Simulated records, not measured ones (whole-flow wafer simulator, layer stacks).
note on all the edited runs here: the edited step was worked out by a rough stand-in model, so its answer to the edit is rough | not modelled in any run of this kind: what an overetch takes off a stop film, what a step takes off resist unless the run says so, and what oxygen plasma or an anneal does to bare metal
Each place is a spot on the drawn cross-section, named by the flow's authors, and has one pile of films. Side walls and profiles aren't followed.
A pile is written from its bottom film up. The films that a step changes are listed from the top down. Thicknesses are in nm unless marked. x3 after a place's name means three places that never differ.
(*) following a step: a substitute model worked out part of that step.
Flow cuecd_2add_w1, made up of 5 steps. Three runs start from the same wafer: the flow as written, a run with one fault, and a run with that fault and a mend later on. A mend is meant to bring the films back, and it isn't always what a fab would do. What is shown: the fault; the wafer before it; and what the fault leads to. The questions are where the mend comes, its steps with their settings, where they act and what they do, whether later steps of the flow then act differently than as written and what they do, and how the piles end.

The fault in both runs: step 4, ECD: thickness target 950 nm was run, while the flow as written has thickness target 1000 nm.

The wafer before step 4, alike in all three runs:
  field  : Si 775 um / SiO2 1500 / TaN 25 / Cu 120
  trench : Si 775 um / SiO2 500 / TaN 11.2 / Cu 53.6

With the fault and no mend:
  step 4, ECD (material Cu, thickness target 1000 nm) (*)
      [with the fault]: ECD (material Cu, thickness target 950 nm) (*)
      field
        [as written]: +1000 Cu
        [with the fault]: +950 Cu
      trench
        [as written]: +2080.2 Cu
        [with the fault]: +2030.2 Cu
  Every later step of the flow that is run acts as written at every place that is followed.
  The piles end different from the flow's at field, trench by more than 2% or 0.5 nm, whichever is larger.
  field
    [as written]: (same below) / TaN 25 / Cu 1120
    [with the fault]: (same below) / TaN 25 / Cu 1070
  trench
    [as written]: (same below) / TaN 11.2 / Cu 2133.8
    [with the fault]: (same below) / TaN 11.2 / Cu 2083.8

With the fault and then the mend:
  After step 5 comes the mend.
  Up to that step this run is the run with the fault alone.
  step 5a, ECD (material Cu, thickness target 50 nm) (the flow's step 4 again, with other settings)
      field, trench
        +50 Cu
  Every later step of the flow that is run acts as written at every place that is followed.
  By the end, the piles equal the flow's at every place that both follow.
